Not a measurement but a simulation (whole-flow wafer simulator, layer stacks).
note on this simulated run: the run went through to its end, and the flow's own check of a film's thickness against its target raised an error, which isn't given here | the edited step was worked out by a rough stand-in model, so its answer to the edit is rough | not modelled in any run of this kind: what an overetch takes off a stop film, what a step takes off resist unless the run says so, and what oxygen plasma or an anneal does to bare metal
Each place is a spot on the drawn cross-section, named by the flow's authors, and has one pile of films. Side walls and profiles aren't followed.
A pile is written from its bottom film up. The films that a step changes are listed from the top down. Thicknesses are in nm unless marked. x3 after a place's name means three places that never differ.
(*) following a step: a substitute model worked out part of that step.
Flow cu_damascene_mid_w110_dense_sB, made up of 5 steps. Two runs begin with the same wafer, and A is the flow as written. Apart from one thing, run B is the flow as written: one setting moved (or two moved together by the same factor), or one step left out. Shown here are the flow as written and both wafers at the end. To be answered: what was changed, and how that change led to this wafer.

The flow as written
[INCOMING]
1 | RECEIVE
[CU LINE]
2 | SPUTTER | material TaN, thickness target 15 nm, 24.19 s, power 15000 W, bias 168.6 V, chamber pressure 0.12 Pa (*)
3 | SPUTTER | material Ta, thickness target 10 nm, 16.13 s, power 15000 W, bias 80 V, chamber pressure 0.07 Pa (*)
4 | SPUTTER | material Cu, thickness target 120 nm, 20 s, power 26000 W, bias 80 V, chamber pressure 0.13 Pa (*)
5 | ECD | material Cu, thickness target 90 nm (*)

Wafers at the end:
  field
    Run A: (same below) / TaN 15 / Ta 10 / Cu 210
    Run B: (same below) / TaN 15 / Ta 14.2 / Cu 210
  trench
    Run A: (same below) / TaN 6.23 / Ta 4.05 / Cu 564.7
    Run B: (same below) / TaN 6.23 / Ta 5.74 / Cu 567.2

What caused this: step 3, SPUTTER: thickness target 14.2 nm was run, though the flow has thickness target 10 nm; step 3, SPUTTER: 22.99 s was run, where the flow has 16.13 s.
The wafer itself shows it: field has Ta 14.2, and step 3 as written asks for 10 nm.

The path from the change to this, step by step:
  3 | SPUTTER | material Ta, thickness target 10 nm, 16.13 s, power 15000 W, bias 80 V, chamber pressure 0.07 Pa (*)
      field: A +10 Ta (new film) | B +14.2 Ta (new film)
      trench: A +4.05 Ta (new film) | B +5.74 Ta (new film)
